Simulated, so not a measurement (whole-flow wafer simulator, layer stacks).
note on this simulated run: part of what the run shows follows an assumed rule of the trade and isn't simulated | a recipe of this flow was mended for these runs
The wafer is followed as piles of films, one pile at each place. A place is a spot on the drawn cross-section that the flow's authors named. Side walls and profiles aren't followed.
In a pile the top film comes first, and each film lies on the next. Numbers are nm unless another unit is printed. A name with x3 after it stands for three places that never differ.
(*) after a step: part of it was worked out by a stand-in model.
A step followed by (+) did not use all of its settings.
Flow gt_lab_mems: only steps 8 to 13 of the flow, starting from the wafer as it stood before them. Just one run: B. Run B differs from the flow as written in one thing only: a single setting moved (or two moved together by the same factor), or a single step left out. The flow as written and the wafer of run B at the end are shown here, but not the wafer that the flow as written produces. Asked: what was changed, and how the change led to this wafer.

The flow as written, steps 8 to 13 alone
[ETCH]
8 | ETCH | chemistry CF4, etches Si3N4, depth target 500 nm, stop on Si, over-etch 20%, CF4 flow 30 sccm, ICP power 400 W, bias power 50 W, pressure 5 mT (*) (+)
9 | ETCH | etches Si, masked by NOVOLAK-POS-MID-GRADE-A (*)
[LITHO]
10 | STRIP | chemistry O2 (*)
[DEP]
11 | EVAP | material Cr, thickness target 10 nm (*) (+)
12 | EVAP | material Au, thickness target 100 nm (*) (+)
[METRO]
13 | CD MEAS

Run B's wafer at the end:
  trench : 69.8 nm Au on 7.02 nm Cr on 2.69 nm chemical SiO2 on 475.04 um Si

The reason: step 8, ETCH: depth target 250 nm was run, whereas the flow has depth target 500 nm.

How this came from the change, step by step:
  8 | ETCH | chemistry CF4, etches Si3N4, depth target 500 nm, stop on Si, over-etch 20%, CF4 flow 30 sccm, ICP power 400 W, bias power 50 W, pressure 5 mT (*) (+)
      trench: -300 Si3N4 (in the flow as written it would be: -500 Si3N4 (all of it), -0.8 chemical SiO2 (all of it), -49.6 Si)
      field: -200 g/i-line-resist (in the flow as written it would be: -400 g/i-line-resist)
  9 | ETCH | etches Si, masked by NOVOLAK-POS-MID-GRADE-A (*)
      trench: -200 Si3N4 (all of it), -0.8 chemical SiO2 (all of it), -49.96 um Si (in the flow as written it would be: -59.96 um Si)
  10 | STRIP | chemistry O2 (*)
      field: -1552 g/i-line-resist (all of it) (in the flow as written it would be: -1352 g/i-line-resist (all of it))
  11 | EVAP | material Cr, thickness target 10 nm (*) (+)
      trench: +7.02 Cr (new film) (in the flow as written it would be: +6.45 Cr (new film))
  12 | EVAP | material Au, thickness target 100 nm (*) (+)
      trench: +69.8 Au (new film) (in the flow as written it would be: +64.1 Au (new film))
